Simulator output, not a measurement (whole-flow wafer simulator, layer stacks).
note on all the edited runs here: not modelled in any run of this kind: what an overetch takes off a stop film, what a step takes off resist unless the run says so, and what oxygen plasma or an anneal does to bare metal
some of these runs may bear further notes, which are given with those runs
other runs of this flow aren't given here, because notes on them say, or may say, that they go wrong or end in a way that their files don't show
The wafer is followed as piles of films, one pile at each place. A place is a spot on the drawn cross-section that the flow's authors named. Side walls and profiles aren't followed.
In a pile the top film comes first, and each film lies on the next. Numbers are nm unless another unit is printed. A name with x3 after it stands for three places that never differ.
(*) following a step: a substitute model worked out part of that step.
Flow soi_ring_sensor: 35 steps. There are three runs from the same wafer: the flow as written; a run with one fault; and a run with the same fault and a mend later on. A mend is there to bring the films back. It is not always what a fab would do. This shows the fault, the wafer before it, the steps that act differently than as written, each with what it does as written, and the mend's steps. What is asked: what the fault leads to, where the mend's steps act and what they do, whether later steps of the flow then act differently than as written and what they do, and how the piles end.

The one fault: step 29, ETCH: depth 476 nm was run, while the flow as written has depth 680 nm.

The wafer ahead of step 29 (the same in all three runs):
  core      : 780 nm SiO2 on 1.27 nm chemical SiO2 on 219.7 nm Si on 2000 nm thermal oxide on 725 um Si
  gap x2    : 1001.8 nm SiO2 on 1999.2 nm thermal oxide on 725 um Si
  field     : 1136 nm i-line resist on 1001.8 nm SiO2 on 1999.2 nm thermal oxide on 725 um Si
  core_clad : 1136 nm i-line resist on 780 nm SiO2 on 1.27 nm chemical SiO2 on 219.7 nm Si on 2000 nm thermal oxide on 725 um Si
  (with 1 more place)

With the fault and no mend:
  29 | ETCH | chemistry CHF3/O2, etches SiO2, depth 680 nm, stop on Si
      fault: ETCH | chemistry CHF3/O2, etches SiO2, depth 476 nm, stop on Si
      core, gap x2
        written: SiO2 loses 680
        fault: SiO2 loses 476
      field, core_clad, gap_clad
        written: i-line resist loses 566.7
        fault: i-line resist loses 396.7
  Steps later in the flow that act otherwise than as written:
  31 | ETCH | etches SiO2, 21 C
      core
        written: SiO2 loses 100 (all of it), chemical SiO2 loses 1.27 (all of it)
        fault: SiO2 loses 304 (all of it), chemical SiO2 loses 1.27 (all of it)
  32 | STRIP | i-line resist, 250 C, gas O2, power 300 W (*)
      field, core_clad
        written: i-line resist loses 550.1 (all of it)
        fault: i-line resist loses 720.1 (all of it)
  At the end the piles are close to the flow's at the places that both follow, differing by at most 2% or 0.5 nm, whichever is larger.

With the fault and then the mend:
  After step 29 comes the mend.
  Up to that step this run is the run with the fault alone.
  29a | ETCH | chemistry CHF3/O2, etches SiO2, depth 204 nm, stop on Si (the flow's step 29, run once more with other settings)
      core, gap x2
        SiO2 loses 204
      field, core_clad, gap_clad
        i-line resist loses 170
  None of the later steps of the flow acts differently than as written at any place that is followed.
  By the end, the piles equal the flow's at every place that both follow.
